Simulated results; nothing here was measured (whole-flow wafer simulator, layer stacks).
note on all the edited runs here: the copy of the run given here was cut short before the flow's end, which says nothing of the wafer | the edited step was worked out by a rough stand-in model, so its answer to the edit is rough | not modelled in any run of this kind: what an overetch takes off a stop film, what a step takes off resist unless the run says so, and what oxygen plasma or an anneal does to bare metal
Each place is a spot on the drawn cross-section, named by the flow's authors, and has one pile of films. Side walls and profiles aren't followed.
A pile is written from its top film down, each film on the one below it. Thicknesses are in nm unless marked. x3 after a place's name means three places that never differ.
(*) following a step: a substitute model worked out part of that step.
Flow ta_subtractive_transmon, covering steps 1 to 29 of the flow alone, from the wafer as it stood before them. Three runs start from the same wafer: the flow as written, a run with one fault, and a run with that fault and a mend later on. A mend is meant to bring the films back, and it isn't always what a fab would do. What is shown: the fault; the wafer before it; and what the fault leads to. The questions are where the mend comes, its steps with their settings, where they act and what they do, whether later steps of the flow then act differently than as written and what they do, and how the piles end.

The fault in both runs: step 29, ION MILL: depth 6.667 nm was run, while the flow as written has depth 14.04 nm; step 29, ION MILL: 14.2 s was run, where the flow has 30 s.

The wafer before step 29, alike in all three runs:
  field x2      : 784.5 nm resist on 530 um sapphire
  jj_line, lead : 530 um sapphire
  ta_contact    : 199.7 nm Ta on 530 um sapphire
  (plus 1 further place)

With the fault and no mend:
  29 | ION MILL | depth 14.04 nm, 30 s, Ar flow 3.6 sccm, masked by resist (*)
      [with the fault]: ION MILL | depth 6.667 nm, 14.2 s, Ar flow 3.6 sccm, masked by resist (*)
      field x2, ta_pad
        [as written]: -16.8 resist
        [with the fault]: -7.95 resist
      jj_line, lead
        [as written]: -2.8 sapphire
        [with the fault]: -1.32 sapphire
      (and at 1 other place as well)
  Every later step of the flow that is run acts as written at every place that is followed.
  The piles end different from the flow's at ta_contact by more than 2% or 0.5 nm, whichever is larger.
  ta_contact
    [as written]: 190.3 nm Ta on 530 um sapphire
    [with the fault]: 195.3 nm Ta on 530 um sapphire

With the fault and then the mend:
  After step 29 comes the mend.
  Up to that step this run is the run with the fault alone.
  29a | ION MILL | depth 7.369 nm, 15.75 s, Ar flow 3.6 sccm, masked by resist (*) (the flow's step 29 again, with other settings)
      field x2, ta_pad
        -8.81 resist
      jj_line, lead
        -1.47 sapphire
      ta_contact
        -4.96 Ta
  Every later step of the flow that is run acts as written at every place that is followed.
  When the end is reached, the piles differ only a little from the flow's at the places that both follow, at most by 2% or 0.5 nm, whichever is larger.
